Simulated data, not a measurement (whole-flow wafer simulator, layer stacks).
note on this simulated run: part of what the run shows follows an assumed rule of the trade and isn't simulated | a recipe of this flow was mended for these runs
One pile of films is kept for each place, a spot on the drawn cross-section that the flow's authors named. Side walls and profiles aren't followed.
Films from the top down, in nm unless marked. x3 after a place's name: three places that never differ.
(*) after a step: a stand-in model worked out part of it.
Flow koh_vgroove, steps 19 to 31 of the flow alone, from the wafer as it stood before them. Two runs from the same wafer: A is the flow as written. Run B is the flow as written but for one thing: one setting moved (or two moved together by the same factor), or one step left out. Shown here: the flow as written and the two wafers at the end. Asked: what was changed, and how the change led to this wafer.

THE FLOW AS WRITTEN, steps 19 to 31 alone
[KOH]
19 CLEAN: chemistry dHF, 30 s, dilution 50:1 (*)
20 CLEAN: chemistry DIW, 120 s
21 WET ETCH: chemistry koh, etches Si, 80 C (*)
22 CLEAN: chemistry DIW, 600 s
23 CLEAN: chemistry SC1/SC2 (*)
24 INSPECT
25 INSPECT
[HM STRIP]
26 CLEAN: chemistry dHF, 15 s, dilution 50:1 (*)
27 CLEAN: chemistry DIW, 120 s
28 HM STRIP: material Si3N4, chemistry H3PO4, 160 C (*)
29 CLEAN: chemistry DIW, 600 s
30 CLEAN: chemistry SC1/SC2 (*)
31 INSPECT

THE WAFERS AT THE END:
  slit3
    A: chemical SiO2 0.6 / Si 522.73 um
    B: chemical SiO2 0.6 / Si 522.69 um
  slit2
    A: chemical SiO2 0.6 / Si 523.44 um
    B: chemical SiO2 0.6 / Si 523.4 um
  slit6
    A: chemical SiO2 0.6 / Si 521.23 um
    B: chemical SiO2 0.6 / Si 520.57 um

The cause: step 21, WET ETCH: 85.7 C was run, where the flow has 80 C.

How the change led to this, step by step:
  21 WET ETCH: chemistry koh, etches Si, 80 C (*)
      slit2: A Si -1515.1 | B Si -1555.6
      slit6: A Si -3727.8 | B Si -4384
      (and at 1 more place)
